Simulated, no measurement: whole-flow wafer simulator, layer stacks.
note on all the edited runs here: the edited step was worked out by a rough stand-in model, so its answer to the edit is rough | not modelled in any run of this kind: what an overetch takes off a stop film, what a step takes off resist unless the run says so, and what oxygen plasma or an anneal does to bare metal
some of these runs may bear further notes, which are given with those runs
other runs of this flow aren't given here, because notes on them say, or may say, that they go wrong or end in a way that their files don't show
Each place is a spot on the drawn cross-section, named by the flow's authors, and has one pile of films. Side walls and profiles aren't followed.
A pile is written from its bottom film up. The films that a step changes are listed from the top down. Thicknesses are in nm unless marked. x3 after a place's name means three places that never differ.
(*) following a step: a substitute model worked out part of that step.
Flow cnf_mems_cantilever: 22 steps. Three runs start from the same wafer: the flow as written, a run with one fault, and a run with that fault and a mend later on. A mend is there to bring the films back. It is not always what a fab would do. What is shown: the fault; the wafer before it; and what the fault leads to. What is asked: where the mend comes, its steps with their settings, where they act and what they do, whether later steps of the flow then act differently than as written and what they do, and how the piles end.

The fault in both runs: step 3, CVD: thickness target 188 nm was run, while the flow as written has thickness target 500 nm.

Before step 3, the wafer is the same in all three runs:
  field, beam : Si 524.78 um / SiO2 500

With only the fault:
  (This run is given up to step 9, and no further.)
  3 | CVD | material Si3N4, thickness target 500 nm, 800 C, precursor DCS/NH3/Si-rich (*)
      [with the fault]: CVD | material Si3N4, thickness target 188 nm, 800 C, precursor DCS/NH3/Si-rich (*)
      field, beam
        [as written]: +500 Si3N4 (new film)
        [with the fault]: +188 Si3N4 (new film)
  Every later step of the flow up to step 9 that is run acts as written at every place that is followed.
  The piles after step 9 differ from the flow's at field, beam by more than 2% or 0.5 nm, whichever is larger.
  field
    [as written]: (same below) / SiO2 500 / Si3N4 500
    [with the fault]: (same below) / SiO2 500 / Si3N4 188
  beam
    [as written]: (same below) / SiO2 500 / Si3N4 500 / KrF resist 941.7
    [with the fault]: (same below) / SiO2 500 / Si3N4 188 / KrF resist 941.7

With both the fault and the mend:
  After step 3 comes the mend.
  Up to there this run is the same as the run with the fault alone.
  3a | ETCH | chemistry h3po4, depth target 216.2 nm
      field, beam
        -188 Si3N4 (all of it)
  3b | CLEAN | chemistry SC1/SC2 (the flow's step 1 again)
      leaves every film unchanged at each place that is followed
  3c | CVD | material Si3N4, thickness target 500 nm, 800 C, precursor DCS/NH3/Si-rich (*) (the flow's step 3 again)
      field, beam
        +500 Si3N4 (new film)
  Every later step of the flow that is run acts as written at every place that is followed.
  The piles end the same as the flow's at every place that both follow.
